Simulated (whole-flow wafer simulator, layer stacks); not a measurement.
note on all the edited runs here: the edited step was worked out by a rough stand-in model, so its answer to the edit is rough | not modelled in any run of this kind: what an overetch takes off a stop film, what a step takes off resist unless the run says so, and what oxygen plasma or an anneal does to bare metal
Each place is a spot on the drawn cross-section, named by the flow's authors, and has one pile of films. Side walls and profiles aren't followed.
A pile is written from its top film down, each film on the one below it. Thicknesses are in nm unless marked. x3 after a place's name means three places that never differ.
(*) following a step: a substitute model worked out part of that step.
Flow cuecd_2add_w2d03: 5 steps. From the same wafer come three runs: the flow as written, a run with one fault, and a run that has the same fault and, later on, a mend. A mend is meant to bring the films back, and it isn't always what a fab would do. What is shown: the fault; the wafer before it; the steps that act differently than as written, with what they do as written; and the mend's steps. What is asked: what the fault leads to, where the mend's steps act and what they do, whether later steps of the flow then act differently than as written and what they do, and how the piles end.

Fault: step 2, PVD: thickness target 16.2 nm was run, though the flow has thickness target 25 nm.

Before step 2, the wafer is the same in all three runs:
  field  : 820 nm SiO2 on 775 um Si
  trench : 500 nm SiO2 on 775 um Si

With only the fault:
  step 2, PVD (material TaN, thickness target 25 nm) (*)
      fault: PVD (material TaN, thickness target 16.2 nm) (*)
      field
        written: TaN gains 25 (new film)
        fault: TaN gains 16.2 (new film)
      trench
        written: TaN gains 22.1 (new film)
        fault: TaN gains 14.3 (new film)
  Later steps of the flow that are run all act as written at every place that is followed, up to a difference of at most 2% or 0.5 nm, whichever is larger.
  The piles end different from the flow's at field, trench by more than 2% or 0.5 nm, whichever is larger.
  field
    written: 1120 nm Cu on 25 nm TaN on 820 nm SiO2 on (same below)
    fault: 1120 nm Cu on 16.2 nm TaN on 820 nm SiO2 on (same below)
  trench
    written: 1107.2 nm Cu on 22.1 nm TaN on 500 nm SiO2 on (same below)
    fault: 1107.3 nm Cu on 14.3 nm TaN on 500 nm SiO2 on (same below)

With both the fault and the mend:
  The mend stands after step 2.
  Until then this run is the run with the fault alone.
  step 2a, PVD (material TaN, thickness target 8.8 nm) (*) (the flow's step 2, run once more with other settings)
      field
        TaN gains 8.8
      trench
        TaN gains 7.77
  Later steps of the flow that are run all act as written at every place that is followed.
  The piles end the same as the flow's at every place that both follow.
